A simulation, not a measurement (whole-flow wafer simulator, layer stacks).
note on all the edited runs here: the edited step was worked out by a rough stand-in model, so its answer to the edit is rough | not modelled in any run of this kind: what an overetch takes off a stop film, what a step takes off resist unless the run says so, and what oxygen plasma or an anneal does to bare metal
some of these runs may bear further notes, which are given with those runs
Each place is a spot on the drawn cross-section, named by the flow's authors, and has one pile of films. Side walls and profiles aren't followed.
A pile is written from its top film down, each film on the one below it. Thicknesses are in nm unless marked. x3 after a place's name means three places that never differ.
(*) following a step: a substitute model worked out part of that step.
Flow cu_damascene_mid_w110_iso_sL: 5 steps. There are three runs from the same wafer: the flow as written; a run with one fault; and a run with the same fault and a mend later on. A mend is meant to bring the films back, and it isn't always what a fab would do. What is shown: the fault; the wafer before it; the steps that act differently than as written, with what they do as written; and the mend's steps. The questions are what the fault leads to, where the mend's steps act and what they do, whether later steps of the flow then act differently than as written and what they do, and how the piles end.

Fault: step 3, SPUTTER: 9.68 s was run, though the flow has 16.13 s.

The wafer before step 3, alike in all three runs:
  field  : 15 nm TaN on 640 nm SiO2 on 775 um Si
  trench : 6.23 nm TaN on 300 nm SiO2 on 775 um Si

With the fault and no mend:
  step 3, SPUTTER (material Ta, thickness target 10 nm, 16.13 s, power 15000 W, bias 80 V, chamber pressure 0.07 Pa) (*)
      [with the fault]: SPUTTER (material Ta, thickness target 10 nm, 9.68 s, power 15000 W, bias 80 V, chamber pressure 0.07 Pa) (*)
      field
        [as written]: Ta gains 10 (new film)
        [with the fault]: Ta gains 6 (new film)
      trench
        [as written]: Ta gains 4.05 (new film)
        [with the fault]: Ta gains 2.43 (new film)
  Every later step of the flow that is run acts as written, at every place that is followed, to within 2% or 0.5 nm, whichever is larger.
  By the end, the piles at field, trench depart from the flow's by more than 2% or 0.5 nm, whichever is larger.
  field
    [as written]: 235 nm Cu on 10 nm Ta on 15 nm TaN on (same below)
    [with the fault]: 235 nm Cu on 6 nm Ta on 15 nm TaN on (same below)
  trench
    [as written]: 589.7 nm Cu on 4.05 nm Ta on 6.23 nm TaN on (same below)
    [with the fault]: 587.3 nm Cu on 2.43 nm Ta on 6.23 nm TaN on (same below)

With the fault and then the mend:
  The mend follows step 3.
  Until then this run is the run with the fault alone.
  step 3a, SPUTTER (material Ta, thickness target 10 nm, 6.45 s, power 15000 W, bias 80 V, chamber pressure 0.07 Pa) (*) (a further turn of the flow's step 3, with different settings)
      field
        Ta gains 4
      trench
        Ta gains 1.58
  Every later step of the flow that is run acts as written at every place that is followed.
  The piles end only slightly different from the flow's at the places that both follow, by no more than 2% or 0.5 nm, whichever is larger.
